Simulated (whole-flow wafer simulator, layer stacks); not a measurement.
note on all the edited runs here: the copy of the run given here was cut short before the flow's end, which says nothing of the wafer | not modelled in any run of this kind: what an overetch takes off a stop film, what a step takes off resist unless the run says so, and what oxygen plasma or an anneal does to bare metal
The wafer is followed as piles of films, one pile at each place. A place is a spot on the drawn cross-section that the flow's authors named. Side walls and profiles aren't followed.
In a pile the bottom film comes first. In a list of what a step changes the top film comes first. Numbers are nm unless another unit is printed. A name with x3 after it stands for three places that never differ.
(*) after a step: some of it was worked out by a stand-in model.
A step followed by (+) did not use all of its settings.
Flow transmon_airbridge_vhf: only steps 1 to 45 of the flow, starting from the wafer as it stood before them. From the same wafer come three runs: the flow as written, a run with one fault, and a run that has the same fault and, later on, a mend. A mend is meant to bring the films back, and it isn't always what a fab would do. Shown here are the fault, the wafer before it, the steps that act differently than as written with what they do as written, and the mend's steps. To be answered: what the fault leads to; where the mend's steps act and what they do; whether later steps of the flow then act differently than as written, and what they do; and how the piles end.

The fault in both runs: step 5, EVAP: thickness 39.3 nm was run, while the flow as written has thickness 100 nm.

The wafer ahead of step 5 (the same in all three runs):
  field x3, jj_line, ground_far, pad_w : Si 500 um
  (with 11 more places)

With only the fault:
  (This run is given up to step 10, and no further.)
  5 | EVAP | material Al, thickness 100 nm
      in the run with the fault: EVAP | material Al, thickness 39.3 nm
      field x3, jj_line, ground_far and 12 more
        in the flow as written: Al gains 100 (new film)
        in the run with the fault: Al gains 39.3 (new film)
  Later steps of the flow up to step 10 that are run all act as written at every place that is followed.
  Once step 10 is done, the piles at field x3, jj_line, ground_far and 12 more depart from the flow's by more than 2% or 0.5 nm, whichever is larger.
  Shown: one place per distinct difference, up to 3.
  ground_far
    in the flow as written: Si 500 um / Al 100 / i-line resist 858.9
    in the run with the fault: Si 500 um / Al 39.3 / i-line resist 858.9
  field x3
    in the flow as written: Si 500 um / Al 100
    in the run with the fault: Si 500 um / Al 39.3

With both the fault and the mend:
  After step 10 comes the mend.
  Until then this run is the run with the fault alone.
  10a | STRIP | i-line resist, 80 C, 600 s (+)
      ground_far, pad_w, flank_w and 8 more
        i-line resist loses 858.9 (all of it)
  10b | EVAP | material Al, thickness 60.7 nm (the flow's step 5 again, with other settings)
      field x3, jj_line, ground_far and 12 more
        Al gains 60.7
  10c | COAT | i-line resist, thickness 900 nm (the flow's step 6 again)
      field x3, jj_line, ground_far and 12 more
        i-line resist gains 900 (new film)
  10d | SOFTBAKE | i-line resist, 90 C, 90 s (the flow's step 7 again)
      alters no film at any place that is followed
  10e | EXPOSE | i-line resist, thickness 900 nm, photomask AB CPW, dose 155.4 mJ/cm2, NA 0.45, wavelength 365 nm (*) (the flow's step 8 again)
      alters no film at any place that is followed
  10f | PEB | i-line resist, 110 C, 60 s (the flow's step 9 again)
      field x3, jj_line, ground_far and 12 more
        i-line resist loses 41
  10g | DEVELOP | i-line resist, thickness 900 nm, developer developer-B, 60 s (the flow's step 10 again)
      ground_far, pad_w, flank_w and 8 more
        i-line resist loses 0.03
      field x3, jj_line, gap_w, gap_e
        i-line resist loses 859 (all of it)
  Later steps of the flow that are run all act as written at every place that is followed.
  At every place that both follow, the piles at the end match the flow's.
